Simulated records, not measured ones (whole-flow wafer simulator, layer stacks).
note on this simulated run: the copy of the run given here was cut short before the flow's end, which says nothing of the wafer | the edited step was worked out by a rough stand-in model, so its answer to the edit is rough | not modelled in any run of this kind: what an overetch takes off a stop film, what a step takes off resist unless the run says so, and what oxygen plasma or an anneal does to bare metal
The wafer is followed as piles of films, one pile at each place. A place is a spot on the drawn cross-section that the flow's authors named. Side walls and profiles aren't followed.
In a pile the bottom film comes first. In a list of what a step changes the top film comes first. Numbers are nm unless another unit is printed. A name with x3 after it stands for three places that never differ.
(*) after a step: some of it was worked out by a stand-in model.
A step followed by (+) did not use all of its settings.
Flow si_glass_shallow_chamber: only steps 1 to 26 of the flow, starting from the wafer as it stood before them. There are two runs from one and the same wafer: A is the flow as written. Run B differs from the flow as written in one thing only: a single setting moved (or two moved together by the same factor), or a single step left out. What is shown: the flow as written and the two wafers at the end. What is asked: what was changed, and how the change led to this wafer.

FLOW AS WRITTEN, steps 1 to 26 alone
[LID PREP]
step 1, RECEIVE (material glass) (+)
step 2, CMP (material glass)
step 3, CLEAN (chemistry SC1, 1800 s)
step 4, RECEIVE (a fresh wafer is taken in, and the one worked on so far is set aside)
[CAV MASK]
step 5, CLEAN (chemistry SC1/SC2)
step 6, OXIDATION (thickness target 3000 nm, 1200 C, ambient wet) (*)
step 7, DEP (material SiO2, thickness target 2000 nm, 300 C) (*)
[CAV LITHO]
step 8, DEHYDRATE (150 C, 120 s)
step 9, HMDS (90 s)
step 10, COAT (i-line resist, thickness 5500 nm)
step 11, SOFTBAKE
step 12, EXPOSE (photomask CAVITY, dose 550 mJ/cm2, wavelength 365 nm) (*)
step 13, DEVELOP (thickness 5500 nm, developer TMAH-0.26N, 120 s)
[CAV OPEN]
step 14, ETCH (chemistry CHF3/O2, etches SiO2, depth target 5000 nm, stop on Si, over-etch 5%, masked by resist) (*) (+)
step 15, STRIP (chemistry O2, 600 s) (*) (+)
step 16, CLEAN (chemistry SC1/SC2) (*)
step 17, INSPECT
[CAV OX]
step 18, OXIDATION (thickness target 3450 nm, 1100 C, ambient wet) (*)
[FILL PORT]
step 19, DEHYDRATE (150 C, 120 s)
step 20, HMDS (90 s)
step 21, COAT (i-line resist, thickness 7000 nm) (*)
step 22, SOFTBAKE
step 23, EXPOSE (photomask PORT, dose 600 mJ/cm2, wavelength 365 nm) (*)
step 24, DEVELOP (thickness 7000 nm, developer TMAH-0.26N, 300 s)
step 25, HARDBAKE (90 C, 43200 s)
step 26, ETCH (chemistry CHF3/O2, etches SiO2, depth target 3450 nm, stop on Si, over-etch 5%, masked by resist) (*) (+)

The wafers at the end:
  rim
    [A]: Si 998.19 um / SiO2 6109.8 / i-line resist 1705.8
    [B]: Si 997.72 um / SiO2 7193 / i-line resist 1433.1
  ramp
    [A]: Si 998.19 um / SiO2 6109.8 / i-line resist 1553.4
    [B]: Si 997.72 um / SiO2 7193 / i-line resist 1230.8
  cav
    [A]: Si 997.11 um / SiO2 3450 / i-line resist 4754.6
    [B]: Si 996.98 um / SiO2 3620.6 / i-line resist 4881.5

Cause: step 6, OXIDATION: thickness target 4275 nm was run, whereas the flow has thickness target 3000 nm.

How this came from the change, step by step:
  step 6, OXIDATION (thickness target 3000 nm, 1200 C, ambient wet) (*)
      rim, ramp, cav, port, septum, ring: A +3000 SiO2 (new film), -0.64 chemical SiO2 (all of it), -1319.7 Si | B +4275 SiO2 (new film), -0.64 chemical SiO2 (all of it), -1880.7 Si
  step 14, ETCH (chemistry CHF3/O2, etches SiO2, depth target 5000 nm, stop on Si, over-etch 5%, masked by resist) (*) (+)
      cav, port: A -5000 SiO2 (all of it), -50 Si | B -5250 SiO2
  step 15, STRIP (chemistry O2, 600 s) (*) (+)
      cav, port: A +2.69 chemical SiO2 (new film), -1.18 Si | B nothing
  step 18, OXIDATION (thickness target 3450 nm, 1100 C, ambient wet) (*)
      cav, port: A +3450 SiO2 (new film), -2.69 chemical SiO2 (all of it), -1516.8 Si | B +2595.6 SiO2, -1142.1 Si
      rim, ramp, septum, ring: A +1109.8 SiO2, -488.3 Si | B +918 SiO2, -403.9 Si
  step 21, COAT (i-line resist, thickness 7000 nm) (*)
      rim: A +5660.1 i-line resist (new film) | B +5464.8 i-line resist (new film)
      ramp: A +5087.8 i-line resist (new film) | B +4819.4 i-line resist (new film)
  step 22, SOFTBAKE
      rim: A -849 i-line resist | B -935.9 i-line resist
      ramp: A -434.5 i-line resist | B -499.4 i-line resist
      (and at 3 other places as well)
  step 25, HARDBAKE (90 C, 43200 s)
      rim: A -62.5 i-line resist | B -53 i-line resist
      ramp: A -57.1 i-line resist | B -46.4 i-line resist
      (and at 1 other place as well)
  step 26, ETCH (chemistry CHF3/O2, etches SiO2, depth target 3450 nm, stop on Si, over-etch 5%, masked by resist) (*) (+)
      port: A -3450 SiO2 (all of it), -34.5 Si | B -3620.6 SiO2 (all of it), -0.37 Si
